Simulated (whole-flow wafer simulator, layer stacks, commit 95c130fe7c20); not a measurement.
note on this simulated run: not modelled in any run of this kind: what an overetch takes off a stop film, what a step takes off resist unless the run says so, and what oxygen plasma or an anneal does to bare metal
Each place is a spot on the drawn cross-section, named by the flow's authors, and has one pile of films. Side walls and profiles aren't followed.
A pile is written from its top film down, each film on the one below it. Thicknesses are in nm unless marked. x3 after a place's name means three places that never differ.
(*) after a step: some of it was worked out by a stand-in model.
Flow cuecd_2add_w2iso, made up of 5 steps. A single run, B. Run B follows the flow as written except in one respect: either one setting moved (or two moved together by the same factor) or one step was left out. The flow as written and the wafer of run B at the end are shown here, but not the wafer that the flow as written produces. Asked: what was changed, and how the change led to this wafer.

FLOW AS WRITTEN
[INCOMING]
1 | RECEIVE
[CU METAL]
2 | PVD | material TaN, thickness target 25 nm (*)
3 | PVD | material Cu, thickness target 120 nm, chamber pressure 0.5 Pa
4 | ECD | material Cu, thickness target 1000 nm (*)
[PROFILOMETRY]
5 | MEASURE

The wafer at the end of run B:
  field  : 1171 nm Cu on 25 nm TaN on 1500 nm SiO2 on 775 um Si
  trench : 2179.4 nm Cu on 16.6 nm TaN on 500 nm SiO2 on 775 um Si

Cause: step 3, PVD: thickness target 171 nm was run, though the flow has thickness target 120 nm.

How this came from the change, step by step:
  3 | PVD | material Cu, thickness target 120 nm, chamber pressure 0.5 Pa
      field: Cu gains 171 (new film) (it would be, as written: Cu gains 120 (new film))
      trench: Cu gains 114.8 (new film) (it would be, as written: Cu gains 80.8 (new film))
